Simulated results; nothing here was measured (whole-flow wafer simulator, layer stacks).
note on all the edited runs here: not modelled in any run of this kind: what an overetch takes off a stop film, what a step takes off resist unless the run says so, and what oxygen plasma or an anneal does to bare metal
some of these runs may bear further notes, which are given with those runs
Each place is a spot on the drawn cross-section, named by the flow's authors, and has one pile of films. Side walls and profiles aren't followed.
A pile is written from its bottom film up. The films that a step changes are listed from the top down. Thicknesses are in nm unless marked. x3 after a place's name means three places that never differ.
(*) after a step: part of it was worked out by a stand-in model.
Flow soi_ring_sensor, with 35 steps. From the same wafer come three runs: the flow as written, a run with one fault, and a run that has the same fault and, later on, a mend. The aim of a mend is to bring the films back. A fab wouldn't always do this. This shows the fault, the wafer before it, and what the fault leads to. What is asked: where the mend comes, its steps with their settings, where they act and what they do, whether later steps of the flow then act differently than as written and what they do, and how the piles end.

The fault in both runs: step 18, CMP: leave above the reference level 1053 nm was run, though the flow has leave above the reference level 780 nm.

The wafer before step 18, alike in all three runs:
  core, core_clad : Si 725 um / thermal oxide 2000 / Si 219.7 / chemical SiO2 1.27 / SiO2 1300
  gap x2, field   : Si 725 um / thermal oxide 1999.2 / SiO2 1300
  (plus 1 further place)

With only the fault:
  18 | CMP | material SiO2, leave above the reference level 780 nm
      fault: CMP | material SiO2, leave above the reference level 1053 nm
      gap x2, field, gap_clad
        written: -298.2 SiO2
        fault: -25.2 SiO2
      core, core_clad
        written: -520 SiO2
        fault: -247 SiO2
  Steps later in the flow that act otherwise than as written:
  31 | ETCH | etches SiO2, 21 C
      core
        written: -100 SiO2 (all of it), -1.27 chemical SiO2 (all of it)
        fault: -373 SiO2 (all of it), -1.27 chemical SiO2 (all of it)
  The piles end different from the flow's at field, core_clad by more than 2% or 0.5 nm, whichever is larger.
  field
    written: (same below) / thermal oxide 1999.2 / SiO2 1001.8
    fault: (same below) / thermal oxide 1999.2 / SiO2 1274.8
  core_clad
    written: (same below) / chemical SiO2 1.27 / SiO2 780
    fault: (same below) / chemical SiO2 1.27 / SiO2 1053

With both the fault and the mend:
  The mend follows step 27.
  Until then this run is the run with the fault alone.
  27a | STRIP | i-line resist, 250 C, gas O2, power 300 W (*)
      field, core_clad, gap_clad
        -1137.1 i-line resist (all of it)
  27b | CMP | material SiO2, leave above the reference level 780 nm (the flow's step 18 again)
      core, gap x2, field, core_clad, gap_clad
        -273 SiO2
  27c | HMDS | 120 C, 60 s (the flow's step 21 again)
      leaves every film unchanged at each place that is followed
  27d | COAT | i-line resist, thickness 1200 nm (the flow's step 22 again)
      core, gap x2, field, core_clad, gap_clad
        +1200 i-line resist (new film)
  27e | SOFTBAKE | i-line resist (the flow's step 23 again)
      leaves every film unchanged at each place that is followed
  27f | EXPOSE | photomask WINDOW, dose 101 mJ/cm2, NA 0.5, wavelength 365 nm (*) (the flow's step 24 again)
      leaves every film unchanged at each place that is followed
  27g | PEB | i-line resist (the flow's step 25 again)
      core, gap x2, field, core_clad, gap_clad
        -62.8 i-line resist
  27h | DEVELOP | i-line resist, thickness 1200 nm, 90 s (the flow's step 26 again)
      core, gap x2
        -1137.2 i-line resist (all of it)
      field, core_clad, gap_clad
        -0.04 i-line resist
  None of the later steps of the flow acts differently than as written at any place that is followed.
  At every place that both follow, the piles at the end match the flow's.
